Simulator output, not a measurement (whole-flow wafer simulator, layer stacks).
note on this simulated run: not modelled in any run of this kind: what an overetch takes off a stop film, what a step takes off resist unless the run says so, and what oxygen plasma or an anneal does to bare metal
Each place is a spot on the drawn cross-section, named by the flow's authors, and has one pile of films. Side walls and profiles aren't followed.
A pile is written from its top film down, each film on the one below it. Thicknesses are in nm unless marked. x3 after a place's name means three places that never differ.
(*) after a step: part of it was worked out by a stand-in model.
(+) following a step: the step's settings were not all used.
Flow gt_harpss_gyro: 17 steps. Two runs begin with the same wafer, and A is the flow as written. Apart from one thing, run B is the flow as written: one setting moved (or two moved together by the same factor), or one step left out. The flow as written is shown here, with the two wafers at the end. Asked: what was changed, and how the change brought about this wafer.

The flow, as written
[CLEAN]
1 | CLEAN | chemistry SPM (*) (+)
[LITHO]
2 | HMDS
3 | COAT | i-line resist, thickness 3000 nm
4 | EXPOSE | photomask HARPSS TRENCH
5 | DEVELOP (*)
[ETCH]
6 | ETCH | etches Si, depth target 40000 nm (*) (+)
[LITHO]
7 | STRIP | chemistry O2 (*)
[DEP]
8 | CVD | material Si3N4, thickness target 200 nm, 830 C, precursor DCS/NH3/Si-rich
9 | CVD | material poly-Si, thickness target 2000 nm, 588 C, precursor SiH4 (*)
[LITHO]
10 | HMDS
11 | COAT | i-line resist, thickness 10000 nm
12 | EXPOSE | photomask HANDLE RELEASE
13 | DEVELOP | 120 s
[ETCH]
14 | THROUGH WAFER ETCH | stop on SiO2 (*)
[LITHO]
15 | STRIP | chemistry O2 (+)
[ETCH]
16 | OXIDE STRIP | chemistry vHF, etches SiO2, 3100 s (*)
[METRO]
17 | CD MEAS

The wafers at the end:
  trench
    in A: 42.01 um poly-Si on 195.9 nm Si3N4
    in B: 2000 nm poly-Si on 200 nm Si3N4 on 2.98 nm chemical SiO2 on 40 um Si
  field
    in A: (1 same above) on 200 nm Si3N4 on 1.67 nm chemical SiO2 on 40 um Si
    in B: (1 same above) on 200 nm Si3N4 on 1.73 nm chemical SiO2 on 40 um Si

Cause: step 6, ETCH: etches Si, depth target 40000 nm (*) (+), was not run.

Step by step, how the change led to this:
  7 | STRIP | chemistry O2 (*)
      trench: A nothing | B +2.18 chemical SiO2, -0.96 Si
      field: A -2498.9 i-line resist (all of it), +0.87 chemical SiO2, -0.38 Si | B -2998.9 i-line resist (all of it), +0.93 chemical SiO2, -0.41 Si
  8 | CVD | material Si3N4, thickness target 200 nm, 830 C, precursor DCS/NH3/Si-rich
      trench: A +195.9 Si3N4 (new film) | B +200 Si3N4 (new film)
  9 | CVD | material poly-Si, thickness target 2000 nm, 588 C, precursor SiH4 (*)
      trench: A +42.01 um poly-Si (new film) | B +2000 poly-Si (new film)
